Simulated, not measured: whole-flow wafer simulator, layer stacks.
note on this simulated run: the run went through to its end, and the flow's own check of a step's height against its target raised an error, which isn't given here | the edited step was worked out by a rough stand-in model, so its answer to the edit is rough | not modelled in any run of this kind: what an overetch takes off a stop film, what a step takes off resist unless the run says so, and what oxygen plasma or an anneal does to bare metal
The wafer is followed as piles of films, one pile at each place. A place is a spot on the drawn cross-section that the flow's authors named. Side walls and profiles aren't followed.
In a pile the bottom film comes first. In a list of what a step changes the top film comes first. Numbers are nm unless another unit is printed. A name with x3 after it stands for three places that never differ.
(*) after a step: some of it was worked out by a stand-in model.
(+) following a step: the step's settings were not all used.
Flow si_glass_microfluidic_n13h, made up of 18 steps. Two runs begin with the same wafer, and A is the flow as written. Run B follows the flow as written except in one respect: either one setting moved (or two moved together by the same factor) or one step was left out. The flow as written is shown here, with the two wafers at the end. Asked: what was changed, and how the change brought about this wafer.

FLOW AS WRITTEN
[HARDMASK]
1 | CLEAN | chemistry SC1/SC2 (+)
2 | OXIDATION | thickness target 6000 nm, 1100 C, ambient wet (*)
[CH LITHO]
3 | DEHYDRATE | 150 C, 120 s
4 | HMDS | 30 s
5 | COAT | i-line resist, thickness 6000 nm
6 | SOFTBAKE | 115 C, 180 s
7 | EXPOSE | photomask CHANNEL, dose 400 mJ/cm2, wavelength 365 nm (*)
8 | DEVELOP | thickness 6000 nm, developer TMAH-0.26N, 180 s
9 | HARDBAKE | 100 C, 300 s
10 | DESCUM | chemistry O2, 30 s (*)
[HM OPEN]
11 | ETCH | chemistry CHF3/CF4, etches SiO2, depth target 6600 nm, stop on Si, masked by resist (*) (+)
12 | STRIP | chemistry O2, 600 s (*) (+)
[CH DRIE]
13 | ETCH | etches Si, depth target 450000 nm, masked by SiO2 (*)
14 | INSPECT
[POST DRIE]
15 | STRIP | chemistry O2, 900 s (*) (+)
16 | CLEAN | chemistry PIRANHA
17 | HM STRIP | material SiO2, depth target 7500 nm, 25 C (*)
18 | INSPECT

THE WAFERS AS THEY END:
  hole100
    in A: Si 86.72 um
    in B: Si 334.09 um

What caused this: step 13, ETCH: depth target 202500 nm was run, though the flow has depth target 450000 nm.

The path from the change to this, step by step:
  13 | ETCH | etches Si, depth target 450000 nm, masked by SiO2 (*)
      land: A SiO2 loses 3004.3 | B SiO2 loses 1355.1
      hole100: A chemical SiO2 loses 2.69 (all of it), Si loses 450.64 um | B chemical SiO2 loses 2.69 (all of it), Si loses 203.27 um
  17 | HM STRIP | material SiO2, depth target 7500 nm, 25 C (*)
      land: A SiO2 loses 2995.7 (all of it) | B SiO2 loses 4644.9 (all of it)
